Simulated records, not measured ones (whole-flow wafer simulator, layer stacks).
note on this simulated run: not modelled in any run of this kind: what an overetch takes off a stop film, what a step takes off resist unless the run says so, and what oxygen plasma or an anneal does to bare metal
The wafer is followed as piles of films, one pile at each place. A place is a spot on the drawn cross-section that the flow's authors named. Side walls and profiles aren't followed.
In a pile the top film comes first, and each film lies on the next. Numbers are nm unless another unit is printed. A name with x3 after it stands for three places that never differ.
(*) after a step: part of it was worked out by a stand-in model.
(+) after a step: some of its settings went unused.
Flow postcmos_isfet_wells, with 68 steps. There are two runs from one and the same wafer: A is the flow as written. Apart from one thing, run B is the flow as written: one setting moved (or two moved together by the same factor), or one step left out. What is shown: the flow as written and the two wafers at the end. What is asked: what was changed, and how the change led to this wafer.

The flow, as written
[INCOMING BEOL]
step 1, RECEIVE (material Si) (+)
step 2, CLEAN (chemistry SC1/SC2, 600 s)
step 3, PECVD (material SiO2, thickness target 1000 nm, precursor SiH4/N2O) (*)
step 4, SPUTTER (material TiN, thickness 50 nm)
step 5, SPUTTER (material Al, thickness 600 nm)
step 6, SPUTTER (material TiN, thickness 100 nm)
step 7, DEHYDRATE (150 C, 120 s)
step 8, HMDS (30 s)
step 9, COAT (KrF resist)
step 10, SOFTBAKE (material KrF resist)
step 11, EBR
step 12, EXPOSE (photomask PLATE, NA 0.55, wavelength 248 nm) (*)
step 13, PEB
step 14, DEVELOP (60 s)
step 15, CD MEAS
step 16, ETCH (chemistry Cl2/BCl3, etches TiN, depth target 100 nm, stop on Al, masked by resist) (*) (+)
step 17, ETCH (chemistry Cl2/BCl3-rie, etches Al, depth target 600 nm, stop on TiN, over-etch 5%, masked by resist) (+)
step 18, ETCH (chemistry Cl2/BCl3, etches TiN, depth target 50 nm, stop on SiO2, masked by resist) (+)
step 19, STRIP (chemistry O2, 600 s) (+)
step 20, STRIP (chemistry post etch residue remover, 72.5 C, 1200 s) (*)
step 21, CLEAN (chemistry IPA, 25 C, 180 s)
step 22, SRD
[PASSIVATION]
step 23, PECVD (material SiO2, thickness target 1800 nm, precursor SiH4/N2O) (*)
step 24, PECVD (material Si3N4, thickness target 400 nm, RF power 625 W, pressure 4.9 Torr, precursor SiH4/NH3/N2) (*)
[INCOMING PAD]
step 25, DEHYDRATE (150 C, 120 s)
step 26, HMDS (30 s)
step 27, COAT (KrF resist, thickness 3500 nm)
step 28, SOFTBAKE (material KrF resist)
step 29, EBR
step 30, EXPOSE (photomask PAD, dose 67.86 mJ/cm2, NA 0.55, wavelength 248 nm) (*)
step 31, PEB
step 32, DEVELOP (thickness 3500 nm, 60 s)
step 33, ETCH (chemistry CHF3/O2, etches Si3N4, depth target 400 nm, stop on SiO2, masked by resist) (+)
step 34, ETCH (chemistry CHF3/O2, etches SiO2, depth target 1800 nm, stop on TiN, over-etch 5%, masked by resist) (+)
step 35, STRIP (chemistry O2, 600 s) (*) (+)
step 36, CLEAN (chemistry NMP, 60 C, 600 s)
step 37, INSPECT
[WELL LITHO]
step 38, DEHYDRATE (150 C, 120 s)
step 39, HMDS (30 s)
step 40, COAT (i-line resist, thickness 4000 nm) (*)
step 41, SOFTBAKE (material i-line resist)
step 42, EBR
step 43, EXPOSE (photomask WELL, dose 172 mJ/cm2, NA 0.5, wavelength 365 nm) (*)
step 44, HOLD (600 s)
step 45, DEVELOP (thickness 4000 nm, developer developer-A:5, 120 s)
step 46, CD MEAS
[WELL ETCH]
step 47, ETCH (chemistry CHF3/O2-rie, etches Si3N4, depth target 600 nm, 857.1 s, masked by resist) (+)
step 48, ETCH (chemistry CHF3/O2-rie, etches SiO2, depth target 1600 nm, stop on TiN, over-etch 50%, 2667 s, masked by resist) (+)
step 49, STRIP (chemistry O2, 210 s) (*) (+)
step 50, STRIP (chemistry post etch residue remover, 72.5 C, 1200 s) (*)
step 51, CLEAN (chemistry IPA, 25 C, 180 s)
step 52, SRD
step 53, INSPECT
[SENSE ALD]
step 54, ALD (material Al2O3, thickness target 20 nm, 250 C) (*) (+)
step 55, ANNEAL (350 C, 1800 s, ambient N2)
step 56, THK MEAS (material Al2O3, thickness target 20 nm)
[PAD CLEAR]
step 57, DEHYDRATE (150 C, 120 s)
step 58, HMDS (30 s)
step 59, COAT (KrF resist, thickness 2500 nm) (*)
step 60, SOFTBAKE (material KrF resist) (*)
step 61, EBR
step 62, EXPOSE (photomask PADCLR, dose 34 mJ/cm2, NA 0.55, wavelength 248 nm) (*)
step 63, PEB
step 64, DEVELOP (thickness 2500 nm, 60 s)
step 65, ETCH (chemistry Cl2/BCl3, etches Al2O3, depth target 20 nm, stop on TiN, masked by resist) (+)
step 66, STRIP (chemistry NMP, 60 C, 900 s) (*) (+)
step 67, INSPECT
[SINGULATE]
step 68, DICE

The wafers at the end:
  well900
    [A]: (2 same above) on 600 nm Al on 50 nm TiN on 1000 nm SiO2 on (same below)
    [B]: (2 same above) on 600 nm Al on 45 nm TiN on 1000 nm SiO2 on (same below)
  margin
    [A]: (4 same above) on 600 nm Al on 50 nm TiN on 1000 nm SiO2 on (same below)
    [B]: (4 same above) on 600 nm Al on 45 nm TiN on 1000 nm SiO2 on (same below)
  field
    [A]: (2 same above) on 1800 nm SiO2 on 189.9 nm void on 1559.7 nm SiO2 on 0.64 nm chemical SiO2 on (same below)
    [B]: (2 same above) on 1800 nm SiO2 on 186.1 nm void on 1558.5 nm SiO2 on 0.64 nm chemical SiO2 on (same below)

Cause: step 4, SPUTTER: thickness 45 nm was run, while the flow as written has thickness 50 nm.
The wafer lets one read it off: well900 has TiN 45, and step 4 as written asks for 50 nm.

Step by step, how the change led to this:
  step 4, SPUTTER (material TiN, thickness 50 nm)
      field, margin, well900 and 6 more: A +50 TiN (new film) | B +45 TiN (new film)
  step 18, ETCH (chemistry Cl2/BCl3, etches TiN, depth target 50 nm, stop on SiO2, masked by resist) (+)
      field: A -50 TiN (all of it) | B -45 TiN (all of it)
  step 23, PECVD (material SiO2, thickness target 1800 nm, precursor SiH4/N2O) (*)
      field: A +1800 SiO2 (new film), +189.9 void (new film), +559.7 SiO2 | B +1800 SiO2 (new film), +186.1 void (new film), +558.5 SiO2
